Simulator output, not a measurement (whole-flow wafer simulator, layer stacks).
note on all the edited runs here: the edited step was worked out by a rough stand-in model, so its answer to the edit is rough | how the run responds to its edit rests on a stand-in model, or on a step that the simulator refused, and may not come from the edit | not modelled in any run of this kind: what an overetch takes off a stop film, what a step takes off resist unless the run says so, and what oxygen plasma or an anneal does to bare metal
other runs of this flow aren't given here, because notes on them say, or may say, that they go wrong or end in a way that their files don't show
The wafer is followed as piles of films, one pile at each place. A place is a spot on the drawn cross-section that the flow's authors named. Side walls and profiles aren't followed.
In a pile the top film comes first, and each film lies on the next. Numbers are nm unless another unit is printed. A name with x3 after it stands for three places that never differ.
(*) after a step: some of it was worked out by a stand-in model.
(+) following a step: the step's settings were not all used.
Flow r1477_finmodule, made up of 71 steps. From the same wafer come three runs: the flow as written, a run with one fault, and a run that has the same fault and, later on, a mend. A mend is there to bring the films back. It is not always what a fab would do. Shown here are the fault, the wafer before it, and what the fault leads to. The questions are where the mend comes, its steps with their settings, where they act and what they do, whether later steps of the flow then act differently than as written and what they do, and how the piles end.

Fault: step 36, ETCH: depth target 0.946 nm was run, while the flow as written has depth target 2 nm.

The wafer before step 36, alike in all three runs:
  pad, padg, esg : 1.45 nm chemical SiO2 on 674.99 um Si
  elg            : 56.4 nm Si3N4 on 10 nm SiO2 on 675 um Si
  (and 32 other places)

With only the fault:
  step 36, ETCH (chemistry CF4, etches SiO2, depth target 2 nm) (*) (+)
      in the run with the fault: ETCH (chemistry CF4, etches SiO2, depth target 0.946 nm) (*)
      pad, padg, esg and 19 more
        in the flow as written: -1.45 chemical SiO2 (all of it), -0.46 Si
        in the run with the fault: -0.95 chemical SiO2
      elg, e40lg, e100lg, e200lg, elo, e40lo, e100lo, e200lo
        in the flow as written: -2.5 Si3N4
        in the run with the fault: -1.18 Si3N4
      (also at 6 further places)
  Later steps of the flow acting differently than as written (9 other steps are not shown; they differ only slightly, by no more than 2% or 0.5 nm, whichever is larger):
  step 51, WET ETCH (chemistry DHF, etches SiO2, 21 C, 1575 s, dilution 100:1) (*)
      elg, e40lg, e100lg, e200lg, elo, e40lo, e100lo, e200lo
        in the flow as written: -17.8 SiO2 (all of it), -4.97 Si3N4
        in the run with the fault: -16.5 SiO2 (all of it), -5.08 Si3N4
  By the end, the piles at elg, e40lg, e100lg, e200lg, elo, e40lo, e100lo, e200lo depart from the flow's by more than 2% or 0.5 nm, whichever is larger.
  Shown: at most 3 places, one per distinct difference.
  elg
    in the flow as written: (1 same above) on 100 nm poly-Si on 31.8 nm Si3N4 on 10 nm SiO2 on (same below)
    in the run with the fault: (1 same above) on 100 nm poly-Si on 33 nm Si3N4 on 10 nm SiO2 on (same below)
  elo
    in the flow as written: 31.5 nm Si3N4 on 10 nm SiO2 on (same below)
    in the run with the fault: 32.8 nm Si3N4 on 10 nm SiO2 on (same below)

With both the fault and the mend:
  The mend follows step 36.
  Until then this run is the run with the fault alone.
  step 36a, ETCH (chemistry CF4, etches SiO2, depth target 1.054 nm) (*) (+) (the flow's step 36, run once more with other settings)
      pad, padg, esg and 19 more
        -0.5 chemical SiO2 (all of it), -0.46 Si
      elg, e40lg, e100lg, e200lg, elo, e40lo, e100lo, e200lo
        -1.32 Si3N4
      s40sg_line, s45sg_line, s50sg_line, s40so_line, s45so_line, s50so_line
        -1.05 SiO2
  Later steps of the flow that are run all act as written at every place that is followed.
  By the end, the piles equal the flow's at every place that both follow.
